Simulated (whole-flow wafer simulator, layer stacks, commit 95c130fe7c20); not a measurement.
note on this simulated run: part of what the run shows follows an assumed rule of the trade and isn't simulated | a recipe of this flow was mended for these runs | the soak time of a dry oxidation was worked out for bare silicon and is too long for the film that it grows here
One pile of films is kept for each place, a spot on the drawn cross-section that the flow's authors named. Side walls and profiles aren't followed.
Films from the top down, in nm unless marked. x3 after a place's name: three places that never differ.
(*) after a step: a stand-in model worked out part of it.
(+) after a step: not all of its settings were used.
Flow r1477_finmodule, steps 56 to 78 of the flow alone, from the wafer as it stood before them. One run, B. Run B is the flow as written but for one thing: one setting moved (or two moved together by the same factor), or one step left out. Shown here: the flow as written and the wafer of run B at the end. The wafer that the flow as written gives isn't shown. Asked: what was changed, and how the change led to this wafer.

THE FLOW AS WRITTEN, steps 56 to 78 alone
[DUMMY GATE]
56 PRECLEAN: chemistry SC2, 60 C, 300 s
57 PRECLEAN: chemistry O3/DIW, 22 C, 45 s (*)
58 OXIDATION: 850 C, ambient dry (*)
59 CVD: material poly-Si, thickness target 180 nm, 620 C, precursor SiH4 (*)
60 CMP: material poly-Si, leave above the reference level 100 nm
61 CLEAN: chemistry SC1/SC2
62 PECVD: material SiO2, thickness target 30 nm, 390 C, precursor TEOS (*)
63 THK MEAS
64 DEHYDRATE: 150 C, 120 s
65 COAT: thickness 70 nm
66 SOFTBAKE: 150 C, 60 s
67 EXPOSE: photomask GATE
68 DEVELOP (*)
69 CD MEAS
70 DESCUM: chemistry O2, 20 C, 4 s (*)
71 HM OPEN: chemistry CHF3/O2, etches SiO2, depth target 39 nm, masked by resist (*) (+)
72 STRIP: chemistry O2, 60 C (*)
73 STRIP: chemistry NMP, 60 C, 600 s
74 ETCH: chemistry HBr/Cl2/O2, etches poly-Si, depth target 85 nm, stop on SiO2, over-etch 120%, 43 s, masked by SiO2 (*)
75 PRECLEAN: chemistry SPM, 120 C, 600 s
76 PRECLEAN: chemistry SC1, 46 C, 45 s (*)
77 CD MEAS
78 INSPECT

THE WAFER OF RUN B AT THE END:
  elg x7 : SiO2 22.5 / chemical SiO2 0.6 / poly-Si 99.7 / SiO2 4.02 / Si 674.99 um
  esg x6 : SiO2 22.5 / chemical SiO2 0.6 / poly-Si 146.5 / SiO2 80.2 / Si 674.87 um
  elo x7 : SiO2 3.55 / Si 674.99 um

The cause: step 58, OXIDATION: 873 C was run, where the flow has 850 C.

How the change led to this, step by step:
  58 OXIDATION: 850 C, ambient dry (*)
      elg x7, elo x7: SiO2 +4.02 (new film), chemical SiO2 -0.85 (all of it), Si -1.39 (as written it would be: SiO2 +3 (new film), chemical SiO2 -0.85 (all of it), Si -0.95)
